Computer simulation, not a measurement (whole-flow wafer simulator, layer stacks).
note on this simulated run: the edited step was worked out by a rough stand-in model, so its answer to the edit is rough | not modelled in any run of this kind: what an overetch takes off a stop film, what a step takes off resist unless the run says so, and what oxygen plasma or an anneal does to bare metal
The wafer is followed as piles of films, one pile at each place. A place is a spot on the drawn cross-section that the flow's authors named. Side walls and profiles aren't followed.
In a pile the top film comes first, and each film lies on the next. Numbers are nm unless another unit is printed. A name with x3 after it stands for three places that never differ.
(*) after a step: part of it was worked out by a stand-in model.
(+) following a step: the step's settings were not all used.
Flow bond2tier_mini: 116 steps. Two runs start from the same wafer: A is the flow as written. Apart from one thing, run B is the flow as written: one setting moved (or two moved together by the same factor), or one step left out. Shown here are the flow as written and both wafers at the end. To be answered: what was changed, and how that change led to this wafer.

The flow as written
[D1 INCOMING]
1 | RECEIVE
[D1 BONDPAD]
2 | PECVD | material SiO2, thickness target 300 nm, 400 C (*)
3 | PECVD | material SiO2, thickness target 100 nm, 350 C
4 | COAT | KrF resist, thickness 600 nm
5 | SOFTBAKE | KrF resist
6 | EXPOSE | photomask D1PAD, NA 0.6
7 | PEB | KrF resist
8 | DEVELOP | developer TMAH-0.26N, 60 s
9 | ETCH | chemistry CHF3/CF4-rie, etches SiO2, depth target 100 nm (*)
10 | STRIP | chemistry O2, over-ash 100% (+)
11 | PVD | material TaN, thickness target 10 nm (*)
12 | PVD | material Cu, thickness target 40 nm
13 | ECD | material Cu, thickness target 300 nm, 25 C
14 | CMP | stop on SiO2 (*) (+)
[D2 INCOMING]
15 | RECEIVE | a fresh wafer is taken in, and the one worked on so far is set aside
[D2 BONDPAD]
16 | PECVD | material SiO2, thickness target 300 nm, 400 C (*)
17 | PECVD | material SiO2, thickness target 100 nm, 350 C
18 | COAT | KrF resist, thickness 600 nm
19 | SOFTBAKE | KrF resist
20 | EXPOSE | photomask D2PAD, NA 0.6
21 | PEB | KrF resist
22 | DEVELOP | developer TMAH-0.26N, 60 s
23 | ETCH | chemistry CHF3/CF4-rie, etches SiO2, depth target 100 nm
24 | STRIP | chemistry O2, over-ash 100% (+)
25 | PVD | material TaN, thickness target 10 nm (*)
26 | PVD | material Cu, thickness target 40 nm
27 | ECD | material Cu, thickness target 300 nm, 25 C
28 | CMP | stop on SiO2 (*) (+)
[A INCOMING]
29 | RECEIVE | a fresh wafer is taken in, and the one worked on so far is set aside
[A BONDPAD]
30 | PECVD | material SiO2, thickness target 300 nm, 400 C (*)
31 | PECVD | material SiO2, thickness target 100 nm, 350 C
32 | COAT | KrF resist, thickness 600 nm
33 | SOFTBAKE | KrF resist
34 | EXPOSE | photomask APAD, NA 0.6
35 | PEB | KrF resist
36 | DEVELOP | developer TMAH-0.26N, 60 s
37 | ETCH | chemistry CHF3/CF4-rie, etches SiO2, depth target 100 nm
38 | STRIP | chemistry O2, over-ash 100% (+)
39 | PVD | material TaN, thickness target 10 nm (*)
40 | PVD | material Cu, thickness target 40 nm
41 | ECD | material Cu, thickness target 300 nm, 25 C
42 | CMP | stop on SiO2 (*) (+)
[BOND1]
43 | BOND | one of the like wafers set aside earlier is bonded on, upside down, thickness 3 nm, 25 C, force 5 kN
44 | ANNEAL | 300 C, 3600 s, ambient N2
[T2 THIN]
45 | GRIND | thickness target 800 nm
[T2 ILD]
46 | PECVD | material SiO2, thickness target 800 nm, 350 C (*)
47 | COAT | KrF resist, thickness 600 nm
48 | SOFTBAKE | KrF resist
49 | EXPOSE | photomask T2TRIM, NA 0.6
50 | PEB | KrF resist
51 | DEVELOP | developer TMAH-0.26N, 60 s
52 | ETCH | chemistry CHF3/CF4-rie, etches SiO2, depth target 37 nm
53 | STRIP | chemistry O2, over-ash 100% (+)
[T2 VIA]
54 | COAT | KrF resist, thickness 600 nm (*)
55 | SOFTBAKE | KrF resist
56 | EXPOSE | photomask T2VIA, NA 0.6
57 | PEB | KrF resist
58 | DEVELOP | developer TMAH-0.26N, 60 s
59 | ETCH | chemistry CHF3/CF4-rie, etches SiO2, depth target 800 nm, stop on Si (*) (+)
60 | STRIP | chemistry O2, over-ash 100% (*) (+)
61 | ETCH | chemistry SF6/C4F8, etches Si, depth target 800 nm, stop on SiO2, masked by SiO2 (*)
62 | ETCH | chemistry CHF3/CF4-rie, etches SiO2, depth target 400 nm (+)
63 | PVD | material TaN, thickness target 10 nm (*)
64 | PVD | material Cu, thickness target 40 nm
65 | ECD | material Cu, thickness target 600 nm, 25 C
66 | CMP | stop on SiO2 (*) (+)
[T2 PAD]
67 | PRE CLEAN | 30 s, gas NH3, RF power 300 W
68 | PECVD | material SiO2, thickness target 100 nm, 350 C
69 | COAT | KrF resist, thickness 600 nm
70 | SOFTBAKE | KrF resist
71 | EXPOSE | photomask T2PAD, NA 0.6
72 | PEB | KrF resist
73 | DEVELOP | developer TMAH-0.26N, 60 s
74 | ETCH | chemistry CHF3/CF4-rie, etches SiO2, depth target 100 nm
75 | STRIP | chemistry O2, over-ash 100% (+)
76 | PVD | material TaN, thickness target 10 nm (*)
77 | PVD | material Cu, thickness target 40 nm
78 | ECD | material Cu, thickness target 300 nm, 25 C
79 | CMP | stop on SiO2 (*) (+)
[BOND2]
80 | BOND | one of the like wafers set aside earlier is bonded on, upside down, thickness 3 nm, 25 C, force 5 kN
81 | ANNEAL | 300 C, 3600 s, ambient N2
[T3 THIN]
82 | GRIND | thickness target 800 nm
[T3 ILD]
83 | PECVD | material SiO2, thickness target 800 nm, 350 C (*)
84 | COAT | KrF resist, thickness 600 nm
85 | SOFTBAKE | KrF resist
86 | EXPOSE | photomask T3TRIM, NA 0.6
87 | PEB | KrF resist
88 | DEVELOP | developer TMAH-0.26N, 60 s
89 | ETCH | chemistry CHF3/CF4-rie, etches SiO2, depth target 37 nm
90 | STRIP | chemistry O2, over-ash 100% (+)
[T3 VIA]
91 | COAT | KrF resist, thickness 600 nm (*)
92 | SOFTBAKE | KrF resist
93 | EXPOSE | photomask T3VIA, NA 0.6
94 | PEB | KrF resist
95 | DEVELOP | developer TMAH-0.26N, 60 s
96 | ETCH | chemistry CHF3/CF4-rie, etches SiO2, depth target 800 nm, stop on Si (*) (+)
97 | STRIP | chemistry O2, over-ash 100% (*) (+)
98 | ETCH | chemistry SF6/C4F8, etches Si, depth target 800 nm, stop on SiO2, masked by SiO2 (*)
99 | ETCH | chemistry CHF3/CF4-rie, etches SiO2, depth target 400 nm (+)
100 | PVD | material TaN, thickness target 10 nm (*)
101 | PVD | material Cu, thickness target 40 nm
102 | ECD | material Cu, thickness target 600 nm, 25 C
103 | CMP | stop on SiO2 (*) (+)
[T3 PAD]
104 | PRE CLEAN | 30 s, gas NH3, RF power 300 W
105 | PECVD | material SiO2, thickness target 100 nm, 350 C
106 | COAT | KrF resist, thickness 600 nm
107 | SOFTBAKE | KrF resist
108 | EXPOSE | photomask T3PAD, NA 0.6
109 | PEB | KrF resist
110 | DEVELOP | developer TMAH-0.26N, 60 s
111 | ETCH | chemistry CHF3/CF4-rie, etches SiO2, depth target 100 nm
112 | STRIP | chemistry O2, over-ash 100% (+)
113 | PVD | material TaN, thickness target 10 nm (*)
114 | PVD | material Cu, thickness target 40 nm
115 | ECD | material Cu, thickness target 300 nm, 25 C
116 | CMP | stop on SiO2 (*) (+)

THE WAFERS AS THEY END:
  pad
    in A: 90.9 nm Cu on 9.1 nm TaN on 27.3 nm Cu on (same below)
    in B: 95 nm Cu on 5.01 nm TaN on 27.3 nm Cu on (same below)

What caused this: step 113, PVD: thickness target 5.5 nm was run, though the flow has thickness target 10 nm.

How this came from the change, step by step:
  113 | PVD | material TaN, thickness target 10 nm (*)
      field: A +10 TaN (new film) | B +5.5 TaN (new film)
      pad: A +9.1 TaN (new film) | B +5.01 TaN (new film)
  116 | CMP | stop on SiO2 (*) (+)
      field: A -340 Cu (all of it), -10 TaN (all of it) | B -340 Cu (all of it), -5.5 TaN (all of it)
